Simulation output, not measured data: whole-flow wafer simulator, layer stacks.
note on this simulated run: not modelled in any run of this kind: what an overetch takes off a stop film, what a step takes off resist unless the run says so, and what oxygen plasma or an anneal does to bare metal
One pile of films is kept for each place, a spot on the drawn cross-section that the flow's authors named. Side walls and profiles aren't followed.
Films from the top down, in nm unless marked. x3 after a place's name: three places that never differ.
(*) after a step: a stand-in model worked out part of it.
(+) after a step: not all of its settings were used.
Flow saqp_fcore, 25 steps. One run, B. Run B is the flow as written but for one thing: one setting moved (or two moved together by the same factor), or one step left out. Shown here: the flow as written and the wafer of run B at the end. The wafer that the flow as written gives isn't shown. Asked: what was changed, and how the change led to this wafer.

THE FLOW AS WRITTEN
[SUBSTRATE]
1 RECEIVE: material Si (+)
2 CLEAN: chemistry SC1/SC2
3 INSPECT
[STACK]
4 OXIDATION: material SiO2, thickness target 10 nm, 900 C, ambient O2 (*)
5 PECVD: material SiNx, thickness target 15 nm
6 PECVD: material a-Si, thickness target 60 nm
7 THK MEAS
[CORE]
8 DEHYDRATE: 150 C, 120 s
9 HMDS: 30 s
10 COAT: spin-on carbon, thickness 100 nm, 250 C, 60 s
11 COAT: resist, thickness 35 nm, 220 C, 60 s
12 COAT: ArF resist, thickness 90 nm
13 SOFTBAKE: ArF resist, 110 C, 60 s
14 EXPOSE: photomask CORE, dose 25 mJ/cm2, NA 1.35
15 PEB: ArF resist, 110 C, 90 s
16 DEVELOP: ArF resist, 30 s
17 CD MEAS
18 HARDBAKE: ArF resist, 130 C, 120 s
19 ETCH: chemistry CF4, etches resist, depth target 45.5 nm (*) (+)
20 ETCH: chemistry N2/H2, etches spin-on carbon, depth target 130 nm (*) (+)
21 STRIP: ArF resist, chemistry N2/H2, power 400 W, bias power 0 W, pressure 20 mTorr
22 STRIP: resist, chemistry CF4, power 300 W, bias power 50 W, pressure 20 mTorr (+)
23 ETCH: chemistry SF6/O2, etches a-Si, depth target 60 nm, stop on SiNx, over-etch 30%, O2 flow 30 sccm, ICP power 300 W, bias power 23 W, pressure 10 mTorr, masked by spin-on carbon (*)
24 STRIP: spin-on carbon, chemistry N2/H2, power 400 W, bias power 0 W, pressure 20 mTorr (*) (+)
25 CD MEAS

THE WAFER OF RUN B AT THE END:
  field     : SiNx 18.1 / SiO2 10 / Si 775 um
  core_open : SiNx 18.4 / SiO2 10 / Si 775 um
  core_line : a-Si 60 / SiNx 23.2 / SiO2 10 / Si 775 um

The cause: step 5, PECVD: thickness target 23.2 nm was run, where the flow has thickness target 15 nm.
It can be read off the wafer: core_line has SiNx 23.2, and step 5 as written asks for 15 nm.

How the change led to this, step by step:
  5 PECVD: material SiNx, thickness target 15 nm
      field, core_open, core_line: SiNx +23.2 (new film) (as written it would be: SiNx +15 (new film))
